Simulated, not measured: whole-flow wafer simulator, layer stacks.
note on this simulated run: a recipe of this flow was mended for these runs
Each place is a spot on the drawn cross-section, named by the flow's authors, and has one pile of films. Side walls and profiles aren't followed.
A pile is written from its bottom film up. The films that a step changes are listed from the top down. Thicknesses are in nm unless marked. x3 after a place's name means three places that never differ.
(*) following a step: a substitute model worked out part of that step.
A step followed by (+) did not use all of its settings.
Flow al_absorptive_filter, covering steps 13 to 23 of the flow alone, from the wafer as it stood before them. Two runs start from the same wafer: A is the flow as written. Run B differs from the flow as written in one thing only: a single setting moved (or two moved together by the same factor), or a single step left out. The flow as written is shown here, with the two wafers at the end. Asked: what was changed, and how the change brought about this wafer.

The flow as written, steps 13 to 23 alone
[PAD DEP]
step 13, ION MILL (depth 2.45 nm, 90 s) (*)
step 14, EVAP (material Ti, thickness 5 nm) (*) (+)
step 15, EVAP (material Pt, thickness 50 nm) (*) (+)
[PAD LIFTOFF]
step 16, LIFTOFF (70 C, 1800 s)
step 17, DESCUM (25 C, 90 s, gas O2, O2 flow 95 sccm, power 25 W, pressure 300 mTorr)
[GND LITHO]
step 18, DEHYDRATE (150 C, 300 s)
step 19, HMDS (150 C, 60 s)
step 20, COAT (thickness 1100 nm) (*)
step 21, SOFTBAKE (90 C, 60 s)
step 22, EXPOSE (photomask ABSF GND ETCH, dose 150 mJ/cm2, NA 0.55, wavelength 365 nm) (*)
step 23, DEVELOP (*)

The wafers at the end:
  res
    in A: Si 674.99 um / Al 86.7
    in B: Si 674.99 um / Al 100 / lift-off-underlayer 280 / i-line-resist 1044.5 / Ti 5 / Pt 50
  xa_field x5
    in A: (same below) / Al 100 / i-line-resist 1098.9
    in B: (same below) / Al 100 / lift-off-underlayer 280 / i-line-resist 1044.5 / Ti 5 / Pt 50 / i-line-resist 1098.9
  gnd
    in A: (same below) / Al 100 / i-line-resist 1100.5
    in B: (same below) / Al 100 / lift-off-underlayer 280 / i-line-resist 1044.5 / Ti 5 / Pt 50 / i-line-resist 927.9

Cause: step 16, LIFTOFF: 70 C, 1800 s, was omitted.

How this came from the change, step by step:
  step 20, COAT (thickness 1100 nm) (*)
      gnd: A i-line-resist gains 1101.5 (new film) | B i-line-resist gains 933.7 (new film)
      pad_far: A i-line-resist gains 1092.6 (new film) | B i-line-resist gains 1957.9 (new film)
      (and at 3 other places as well)
  step 21, SOFTBAKE (90 C, 60 s)
      gnd: A nothing | B i-line-resist loses 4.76
      pad_far: A i-line-resist loses 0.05 | B i-line-resist gains 6.39
      (and at 3 other places as well)
  step 23, DEVELOP (*)
      xl_gap x4: A i-line-resist loses 1100 (all of it), Al loses 13.3 | B i-line-resist loses 1100 (all of it)
      res: A i-line-resist loses 1101.7 (all of it), Al loses 13.3 | B i-line-resist loses 913.2 (all of it)
If metal films that touch count as one body, res has 2 bodies (between them, from the top down: i-line-resist 1044.5 / lift-off-underlayer 280); the flow as written gives 1 body.
If metal films that touch count as one body, xa_field x5 has 2 bodies (between them, from the top down: i-line-resist 1044.5 / lift-off-underlayer 280); the flow as written gives 1 body.
If metal films that touch count as one body, gnd has 2 bodies (between them, from the top down: i-line-resist 1044.5 / lift-off-underlayer 280); the flow as written gives 1 body.
